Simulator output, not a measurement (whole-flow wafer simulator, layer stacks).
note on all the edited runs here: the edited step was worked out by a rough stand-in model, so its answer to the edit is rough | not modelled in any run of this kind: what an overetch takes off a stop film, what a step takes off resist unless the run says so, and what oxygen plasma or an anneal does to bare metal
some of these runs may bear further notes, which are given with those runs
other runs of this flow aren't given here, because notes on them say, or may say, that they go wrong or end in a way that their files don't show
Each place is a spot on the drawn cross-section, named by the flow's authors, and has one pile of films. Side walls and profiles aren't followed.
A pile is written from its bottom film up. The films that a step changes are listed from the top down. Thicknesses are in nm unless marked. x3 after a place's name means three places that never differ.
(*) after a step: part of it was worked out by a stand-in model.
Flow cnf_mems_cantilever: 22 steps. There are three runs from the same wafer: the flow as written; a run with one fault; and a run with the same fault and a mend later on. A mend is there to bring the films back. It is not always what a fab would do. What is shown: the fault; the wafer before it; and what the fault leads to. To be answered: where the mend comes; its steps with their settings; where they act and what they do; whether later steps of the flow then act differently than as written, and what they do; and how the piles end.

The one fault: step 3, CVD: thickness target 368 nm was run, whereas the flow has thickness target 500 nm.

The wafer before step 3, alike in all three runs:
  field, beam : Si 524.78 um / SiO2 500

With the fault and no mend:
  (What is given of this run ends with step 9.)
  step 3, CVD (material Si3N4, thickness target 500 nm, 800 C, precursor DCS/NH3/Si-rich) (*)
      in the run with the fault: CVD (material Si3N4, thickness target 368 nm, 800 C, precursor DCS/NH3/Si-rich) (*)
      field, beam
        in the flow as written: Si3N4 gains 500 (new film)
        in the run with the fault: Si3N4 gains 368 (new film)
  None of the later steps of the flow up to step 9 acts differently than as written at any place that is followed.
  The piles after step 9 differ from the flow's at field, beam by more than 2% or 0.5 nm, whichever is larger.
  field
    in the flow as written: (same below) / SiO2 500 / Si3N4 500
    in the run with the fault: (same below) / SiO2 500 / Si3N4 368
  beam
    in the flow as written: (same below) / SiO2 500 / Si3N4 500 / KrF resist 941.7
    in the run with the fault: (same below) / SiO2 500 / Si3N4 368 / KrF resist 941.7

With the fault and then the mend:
  After step 9 comes the mend.
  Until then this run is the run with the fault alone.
  step 9a, STRIP (chemistry O2, power 800 W) (*)
      beam
        KrF resist loses 941.7 (all of it)
  step 9b, CLEAN (chemistry SC1/SC2) (*) (the flow's step 1, run once more)
      alters no film at any place that is followed
  step 9c, CVD (material Si3N4, thickness target 132 nm, 800 C, precursor DCS/NH3/Si-rich) (*) (the flow's step 3, run once more with other settings)
      field, beam
        Si3N4 gains 132
  step 9d, HMDS (the flow's step 4, run once more)
      alters no film at any place that is followed
  step 9e, COAT (KrF resist, thickness 1000 nm) (the flow's step 5, run once more)
      field, beam
        KrF resist gains 1000 (new film)
  step 9f, SOFTBAKE (KrF resist) (the flow's step 6, run once more)
      alters no film at any place that is followed
  step 9g, EXPOSE (photomask CANTILEVER) (the flow's step 7, run once more)
      alters no film at any place that is followed
  step 9h, PEB (KrF resist, 135 C, 90 s) (the flow's step 8, run once more)
      field, beam
        KrF resist loses 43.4
  step 9i, DEVELOP (developer TMAH-0.26N, 60 s) (the flow's step 9, run once more)
      field
        KrF resist loses 956.6 (all of it)
      beam
        KrF resist loses 14.9
  None of the later steps of the flow acts differently than as written at any place that is followed.
  The piles end the same as the flow's at every place that both follow.
